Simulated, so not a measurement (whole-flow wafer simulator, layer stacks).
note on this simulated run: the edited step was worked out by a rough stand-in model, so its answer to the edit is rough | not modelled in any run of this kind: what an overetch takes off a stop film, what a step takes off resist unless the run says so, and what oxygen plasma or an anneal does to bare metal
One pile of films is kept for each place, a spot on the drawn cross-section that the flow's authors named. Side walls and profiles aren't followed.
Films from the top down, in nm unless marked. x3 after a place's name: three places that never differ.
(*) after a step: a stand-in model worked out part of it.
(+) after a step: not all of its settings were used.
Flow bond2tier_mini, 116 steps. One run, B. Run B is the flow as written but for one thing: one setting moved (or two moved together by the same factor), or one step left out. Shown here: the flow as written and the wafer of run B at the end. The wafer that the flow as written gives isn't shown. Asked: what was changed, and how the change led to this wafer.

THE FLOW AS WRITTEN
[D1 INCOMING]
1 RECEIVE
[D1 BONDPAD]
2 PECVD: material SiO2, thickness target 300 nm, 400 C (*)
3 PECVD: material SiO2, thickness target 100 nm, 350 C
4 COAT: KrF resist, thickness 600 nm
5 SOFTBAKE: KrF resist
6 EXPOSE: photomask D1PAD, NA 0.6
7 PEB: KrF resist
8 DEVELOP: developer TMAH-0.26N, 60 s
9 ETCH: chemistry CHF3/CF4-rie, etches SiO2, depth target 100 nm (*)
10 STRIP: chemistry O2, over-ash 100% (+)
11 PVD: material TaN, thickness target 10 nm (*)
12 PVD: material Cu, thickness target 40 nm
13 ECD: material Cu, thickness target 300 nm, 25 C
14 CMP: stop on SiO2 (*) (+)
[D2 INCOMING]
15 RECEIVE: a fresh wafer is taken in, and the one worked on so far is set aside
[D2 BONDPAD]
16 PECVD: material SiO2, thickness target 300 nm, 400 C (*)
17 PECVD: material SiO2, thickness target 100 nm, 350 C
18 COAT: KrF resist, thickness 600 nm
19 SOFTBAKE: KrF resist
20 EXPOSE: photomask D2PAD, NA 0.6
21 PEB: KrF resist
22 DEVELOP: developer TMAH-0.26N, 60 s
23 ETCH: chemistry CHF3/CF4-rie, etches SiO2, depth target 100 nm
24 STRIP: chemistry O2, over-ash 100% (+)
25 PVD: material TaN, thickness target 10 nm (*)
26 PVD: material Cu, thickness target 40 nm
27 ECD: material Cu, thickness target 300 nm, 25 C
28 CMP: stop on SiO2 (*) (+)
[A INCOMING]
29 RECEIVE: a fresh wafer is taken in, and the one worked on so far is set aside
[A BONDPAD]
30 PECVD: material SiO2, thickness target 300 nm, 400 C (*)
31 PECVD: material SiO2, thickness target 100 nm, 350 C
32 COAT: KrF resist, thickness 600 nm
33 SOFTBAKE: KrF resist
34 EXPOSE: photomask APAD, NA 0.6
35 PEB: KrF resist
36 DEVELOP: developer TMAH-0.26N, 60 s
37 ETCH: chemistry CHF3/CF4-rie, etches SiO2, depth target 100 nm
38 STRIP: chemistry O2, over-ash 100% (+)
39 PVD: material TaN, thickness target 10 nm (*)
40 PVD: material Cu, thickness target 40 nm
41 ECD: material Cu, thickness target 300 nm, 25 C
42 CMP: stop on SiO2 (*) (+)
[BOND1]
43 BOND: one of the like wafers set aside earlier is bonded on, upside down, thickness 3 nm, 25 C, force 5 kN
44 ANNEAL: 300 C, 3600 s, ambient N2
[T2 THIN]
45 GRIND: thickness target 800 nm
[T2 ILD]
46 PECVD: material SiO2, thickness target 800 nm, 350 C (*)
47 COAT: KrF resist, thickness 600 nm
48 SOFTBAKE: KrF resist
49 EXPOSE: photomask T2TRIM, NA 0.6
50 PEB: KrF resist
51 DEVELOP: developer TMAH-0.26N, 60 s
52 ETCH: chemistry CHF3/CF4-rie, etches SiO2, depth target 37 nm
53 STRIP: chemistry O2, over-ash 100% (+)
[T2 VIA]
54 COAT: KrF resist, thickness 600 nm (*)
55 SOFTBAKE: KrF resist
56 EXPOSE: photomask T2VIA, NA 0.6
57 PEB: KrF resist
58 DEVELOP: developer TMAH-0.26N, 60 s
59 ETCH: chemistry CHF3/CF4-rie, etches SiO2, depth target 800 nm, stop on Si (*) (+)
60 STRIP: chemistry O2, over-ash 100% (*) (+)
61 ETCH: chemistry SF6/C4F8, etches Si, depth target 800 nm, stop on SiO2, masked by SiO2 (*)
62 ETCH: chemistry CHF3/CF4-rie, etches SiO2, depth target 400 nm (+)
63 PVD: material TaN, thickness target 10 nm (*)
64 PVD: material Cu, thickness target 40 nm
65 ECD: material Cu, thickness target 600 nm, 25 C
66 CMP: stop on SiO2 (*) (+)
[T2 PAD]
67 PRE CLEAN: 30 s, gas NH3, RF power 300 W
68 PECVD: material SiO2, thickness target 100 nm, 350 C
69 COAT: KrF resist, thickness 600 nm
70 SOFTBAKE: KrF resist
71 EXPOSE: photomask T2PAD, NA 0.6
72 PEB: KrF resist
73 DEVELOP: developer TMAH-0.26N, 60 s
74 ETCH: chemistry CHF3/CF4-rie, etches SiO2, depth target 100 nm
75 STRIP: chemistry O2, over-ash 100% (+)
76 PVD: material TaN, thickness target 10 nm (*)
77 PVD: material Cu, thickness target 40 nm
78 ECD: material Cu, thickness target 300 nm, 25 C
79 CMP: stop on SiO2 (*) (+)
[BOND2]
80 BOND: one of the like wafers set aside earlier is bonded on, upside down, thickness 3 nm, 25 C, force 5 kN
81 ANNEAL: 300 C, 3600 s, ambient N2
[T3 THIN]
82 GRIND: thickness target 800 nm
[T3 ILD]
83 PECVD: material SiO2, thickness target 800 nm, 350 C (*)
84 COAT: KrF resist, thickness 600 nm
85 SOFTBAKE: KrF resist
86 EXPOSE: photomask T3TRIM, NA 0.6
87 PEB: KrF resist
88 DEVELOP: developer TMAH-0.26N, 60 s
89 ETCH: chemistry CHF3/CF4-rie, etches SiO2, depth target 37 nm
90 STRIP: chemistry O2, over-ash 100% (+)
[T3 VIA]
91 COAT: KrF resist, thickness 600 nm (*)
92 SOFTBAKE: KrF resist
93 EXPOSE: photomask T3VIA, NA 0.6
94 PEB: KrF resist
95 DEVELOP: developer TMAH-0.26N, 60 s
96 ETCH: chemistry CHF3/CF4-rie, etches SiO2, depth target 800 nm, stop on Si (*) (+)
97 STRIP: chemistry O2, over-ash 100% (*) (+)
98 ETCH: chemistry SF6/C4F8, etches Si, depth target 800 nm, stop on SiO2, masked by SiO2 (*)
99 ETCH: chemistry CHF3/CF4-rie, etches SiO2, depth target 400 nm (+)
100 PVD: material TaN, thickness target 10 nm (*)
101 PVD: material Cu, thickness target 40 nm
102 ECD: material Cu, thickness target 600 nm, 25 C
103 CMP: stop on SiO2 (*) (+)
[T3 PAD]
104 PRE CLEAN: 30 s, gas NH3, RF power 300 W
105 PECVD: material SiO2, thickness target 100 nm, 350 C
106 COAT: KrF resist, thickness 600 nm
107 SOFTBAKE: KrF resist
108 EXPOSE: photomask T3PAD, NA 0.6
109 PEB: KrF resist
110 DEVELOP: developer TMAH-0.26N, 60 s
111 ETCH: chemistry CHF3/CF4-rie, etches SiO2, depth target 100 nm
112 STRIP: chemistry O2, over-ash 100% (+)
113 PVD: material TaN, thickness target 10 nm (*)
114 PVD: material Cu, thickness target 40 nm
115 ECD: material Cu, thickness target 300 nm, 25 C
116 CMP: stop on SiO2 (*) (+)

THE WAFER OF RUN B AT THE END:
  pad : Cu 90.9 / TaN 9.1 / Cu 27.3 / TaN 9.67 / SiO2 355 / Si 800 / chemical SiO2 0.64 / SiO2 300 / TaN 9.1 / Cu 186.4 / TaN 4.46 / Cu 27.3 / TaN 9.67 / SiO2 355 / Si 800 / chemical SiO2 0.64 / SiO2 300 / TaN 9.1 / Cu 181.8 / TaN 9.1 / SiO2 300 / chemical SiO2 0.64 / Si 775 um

The cause: step 76, PVD: thickness target 4.9 nm was run, where the flow has thickness target 10 nm.

How the change led to this, step by step:
  76 PVD: material TaN, thickness target 10 nm (*)
      field: TaN +4.9 (new film) (as written it would be: TaN +10 (new film))
      pad: TaN +4.46 (new film) (as written it would be: TaN +9.1 (new film))
  79 CMP: stop on SiO2 (*) (+)
      field: Cu -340 (all of it), TaN -4.9 (all of it) (as written it would be: Cu -340 (all of it), TaN -10 (all of it))
